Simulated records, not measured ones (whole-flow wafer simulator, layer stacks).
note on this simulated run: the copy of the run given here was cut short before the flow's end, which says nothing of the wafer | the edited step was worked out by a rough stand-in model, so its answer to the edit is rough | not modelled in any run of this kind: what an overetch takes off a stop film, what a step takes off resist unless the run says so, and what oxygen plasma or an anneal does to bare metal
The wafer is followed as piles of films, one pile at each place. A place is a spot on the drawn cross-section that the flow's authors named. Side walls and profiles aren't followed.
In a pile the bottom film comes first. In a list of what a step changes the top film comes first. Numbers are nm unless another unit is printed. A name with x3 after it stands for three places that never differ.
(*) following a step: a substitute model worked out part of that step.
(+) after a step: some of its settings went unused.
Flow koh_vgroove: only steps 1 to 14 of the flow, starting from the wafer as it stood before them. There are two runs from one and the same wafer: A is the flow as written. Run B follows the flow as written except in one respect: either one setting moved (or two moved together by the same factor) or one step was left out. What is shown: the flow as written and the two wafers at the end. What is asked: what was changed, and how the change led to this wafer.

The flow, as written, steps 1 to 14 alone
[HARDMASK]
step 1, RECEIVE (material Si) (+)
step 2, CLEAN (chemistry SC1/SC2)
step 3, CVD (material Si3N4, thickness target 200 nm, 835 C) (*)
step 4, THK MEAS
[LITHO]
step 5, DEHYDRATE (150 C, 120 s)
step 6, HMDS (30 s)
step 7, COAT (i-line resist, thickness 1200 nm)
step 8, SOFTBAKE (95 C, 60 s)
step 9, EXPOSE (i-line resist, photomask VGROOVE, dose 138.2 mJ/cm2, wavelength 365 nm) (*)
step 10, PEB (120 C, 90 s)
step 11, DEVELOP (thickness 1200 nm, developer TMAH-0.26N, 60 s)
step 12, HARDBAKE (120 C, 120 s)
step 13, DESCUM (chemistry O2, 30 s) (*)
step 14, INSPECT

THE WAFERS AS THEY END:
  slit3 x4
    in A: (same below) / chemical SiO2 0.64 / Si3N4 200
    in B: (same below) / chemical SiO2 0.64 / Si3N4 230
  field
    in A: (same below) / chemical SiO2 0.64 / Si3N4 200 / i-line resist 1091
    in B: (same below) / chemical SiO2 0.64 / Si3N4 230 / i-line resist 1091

The reason: step 3, CVD: thickness target 230 nm was run, though the flow has thickness target 200 nm.
The wafer lets one read it off: slit3 x4 has Si3N4 230, and step 3 as written asks for 200 nm.

Step by step, how the change led to this:
  step 3, CVD (material Si3N4, thickness target 200 nm, 835 C) (*)
      field, slit3 x4: A +200 Si3N4 (new film) | B +230 Si3N4 (new film)
